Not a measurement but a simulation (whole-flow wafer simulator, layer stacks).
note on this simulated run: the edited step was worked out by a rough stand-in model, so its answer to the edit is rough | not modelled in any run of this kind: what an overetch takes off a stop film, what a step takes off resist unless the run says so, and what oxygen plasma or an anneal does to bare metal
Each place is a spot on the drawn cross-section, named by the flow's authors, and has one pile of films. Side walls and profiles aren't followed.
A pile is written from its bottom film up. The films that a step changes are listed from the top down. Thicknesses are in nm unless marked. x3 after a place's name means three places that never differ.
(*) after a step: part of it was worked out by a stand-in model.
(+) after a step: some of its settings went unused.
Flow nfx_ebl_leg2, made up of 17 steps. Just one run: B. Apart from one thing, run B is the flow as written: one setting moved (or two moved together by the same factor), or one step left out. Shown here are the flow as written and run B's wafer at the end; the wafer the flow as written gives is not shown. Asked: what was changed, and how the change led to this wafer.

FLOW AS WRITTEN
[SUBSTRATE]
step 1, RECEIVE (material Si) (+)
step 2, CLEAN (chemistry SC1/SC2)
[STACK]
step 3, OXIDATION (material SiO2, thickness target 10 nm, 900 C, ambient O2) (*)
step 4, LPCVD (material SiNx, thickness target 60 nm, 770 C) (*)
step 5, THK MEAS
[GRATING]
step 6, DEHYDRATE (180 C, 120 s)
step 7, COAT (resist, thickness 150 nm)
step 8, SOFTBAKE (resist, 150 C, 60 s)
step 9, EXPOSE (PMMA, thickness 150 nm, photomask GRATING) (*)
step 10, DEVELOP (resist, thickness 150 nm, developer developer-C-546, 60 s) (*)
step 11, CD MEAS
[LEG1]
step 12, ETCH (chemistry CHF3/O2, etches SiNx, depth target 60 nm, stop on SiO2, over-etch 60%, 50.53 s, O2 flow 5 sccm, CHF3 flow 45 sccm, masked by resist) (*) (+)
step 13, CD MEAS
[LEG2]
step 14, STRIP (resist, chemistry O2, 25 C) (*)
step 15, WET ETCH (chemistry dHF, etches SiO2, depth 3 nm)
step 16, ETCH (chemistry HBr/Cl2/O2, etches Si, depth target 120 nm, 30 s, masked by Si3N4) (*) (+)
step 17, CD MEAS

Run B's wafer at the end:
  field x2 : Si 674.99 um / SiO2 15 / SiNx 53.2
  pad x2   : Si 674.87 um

The reason: step 3, OXIDATION: thickness target 15 nm was run, though the flow has thickness target 10 nm.
The wafer itself shows it: field x2 has SiO2 15, and step 3 as written asks for 10 nm.

Step by step, how the change led to this:
  step 3, OXIDATION (material SiO2, thickness target 10 nm, 900 C, ambient O2) (*)
      field x2, pad x2: +15 SiO2 (new film), -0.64 chemical SiO2 (all of it), -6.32 Si (it would be, as written: +10 SiO2 (new film), -0.64 chemical SiO2 (all of it), -4.12 Si)
  step 12, ETCH (chemistry CHF3/O2, etches SiNx, depth target 60 nm, stop on SiO2, over-etch 60%, 50.53 s, O2 flow 5 sccm, CHF3 flow 45 sccm, masked by resist) (*) (+)
      pad x2: -60 SiNx (all of it), -15 SiO2 (all of it) (it would be, as written: -60 SiNx (all of it), -10 SiO2 (all of it))
